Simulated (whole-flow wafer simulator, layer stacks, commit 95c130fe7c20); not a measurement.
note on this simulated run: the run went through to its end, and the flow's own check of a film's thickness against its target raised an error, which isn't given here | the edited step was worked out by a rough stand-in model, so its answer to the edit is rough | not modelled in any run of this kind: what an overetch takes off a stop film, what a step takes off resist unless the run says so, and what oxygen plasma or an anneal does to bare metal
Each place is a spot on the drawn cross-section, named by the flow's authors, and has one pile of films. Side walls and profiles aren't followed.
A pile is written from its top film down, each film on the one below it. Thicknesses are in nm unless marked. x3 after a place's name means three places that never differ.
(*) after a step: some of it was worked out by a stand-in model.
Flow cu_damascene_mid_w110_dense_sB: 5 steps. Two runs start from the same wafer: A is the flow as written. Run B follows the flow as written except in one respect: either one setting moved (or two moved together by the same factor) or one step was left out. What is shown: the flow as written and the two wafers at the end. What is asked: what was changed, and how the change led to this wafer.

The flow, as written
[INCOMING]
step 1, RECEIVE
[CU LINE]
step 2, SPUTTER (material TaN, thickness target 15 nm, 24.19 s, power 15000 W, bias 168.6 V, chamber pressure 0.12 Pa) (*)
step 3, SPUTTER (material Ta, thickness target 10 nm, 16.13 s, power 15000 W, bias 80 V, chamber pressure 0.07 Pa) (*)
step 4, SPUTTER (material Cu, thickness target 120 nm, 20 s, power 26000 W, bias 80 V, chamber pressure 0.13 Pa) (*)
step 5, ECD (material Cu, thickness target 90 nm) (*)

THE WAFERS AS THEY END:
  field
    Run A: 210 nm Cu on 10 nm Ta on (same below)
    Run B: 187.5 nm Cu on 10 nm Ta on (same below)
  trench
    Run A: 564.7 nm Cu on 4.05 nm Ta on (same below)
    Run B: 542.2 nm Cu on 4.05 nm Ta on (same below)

What caused this: step 5, ECD: thickness target 67.5 nm was run, while the flow as written has thickness target 90 nm.

How this came from the change, step by step:
  step 5, ECD (material Cu, thickness target 90 nm) (*)
      field: A Cu gains 90 | B Cu gains 67.5
      trench: A Cu gains 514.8 | B Cu gains 492.3
